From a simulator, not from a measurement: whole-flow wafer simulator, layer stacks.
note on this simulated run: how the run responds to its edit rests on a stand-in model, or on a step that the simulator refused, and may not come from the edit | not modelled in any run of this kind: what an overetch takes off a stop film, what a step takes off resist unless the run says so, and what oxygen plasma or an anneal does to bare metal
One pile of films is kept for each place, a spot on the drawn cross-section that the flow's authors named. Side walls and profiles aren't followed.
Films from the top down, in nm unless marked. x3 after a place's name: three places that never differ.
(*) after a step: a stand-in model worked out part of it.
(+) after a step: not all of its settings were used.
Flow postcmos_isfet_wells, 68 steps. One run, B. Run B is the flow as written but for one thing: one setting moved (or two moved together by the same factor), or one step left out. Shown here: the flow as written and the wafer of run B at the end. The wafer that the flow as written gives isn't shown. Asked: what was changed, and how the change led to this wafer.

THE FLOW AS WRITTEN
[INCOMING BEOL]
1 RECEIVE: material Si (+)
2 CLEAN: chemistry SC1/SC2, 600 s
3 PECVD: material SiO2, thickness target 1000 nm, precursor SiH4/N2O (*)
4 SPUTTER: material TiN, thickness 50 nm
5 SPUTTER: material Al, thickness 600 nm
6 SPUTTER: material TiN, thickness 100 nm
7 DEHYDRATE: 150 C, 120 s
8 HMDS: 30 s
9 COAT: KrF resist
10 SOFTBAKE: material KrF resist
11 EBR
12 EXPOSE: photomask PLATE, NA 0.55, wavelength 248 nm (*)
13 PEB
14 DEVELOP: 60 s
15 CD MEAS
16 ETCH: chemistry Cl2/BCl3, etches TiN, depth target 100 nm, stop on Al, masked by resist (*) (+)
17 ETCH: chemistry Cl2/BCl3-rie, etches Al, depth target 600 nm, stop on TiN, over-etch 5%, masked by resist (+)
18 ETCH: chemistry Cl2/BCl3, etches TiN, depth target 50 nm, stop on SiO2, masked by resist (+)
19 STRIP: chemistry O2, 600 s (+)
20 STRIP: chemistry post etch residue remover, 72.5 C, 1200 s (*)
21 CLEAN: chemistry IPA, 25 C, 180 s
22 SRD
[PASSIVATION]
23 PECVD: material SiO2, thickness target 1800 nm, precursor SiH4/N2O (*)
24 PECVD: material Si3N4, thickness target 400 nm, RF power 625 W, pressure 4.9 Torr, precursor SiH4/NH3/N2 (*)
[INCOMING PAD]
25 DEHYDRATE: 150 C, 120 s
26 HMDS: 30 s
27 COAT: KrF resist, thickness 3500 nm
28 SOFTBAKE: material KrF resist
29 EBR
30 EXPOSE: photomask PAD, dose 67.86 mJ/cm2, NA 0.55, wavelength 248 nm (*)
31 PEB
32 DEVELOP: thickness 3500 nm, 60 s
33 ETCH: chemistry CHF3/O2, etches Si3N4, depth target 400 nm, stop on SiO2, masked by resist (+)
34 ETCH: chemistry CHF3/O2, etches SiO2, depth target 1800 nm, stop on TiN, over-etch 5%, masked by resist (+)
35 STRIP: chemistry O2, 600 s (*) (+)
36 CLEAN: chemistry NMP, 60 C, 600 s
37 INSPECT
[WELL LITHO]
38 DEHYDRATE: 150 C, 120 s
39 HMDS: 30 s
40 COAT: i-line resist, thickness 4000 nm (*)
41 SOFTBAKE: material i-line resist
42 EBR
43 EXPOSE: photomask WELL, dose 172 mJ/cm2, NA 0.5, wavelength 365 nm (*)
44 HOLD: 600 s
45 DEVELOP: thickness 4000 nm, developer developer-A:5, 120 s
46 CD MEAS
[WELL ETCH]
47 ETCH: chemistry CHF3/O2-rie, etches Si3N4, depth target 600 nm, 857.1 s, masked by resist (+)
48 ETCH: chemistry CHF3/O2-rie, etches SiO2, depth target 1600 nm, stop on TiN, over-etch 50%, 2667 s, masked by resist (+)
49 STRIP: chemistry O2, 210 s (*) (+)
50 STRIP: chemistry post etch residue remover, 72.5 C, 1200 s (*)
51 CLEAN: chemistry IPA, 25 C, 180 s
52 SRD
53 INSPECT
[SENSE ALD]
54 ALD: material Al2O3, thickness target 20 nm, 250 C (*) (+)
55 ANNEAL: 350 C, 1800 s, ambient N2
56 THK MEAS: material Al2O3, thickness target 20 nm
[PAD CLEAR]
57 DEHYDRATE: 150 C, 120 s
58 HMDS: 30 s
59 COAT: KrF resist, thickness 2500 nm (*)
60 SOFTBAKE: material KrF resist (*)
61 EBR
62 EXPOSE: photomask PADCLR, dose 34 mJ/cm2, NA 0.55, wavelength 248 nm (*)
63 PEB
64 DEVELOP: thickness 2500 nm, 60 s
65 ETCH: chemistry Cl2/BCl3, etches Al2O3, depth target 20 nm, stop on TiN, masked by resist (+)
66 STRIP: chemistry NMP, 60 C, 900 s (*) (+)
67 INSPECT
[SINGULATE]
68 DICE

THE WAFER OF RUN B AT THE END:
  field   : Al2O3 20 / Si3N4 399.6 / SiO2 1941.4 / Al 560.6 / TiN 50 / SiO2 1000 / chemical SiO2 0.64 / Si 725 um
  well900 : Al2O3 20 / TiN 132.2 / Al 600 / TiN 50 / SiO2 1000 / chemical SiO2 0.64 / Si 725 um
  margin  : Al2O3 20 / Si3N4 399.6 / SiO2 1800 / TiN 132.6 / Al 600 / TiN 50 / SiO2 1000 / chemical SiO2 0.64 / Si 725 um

The cause: step 6, SPUTTER: thickness 133 nm was run, where the flow has thickness 100 nm; step 18, ETCH: depth target 66.7 nm was run, where the flow has depth target 50 nm.

How the change led to this, step by step:
  6 SPUTTER: material TiN, thickness 100 nm
      field, margin, well900 and 6 more: TiN +133 (new film) (as written it would be: TiN +100 (new film))
  16 ETCH: chemistry Cl2/BCl3, etches TiN, depth target 100 nm, stop on Al, masked by resist (*) (+)
      field: TiN -100 (as written it would be: TiN -100 (all of it))
  17 ETCH: chemistry Cl2/BCl3-rie, etches Al, depth target 600 nm, stop on TiN, over-etch 5%, masked by resist (+)
      field: nothing (as written it would be: Al -600 (all of it))
  18 ETCH: chemistry Cl2/BCl3, etches TiN, depth target 50 nm, stop on SiO2, masked by resist (+)
      field: TiN -33 (all of it), Al -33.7 (as written it would be: TiN -50 (all of it))
      margin, well900, well1300, well2000, well3000, pad_rim, pad_clr, pad_open: KrF resist -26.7 (as written it would be: KrF resist -20)
  20 STRIP: chemistry post etch residue remover, 72.5 C, 1200 s (*)
      field: Al -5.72 (as written it would be: nothing)
  23 PECVD: material SiO2, thickness target 1800 nm, precursor SiH4/N2O (*)
      field: SiO2 +1941.4 (new film) (as written it would be: SiO2 +1800 (new film), void +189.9 (new film), SiO2 +559.7)
Counting metal films that touch as one body, field has 1 body; the flow as written gives 0 bodies.
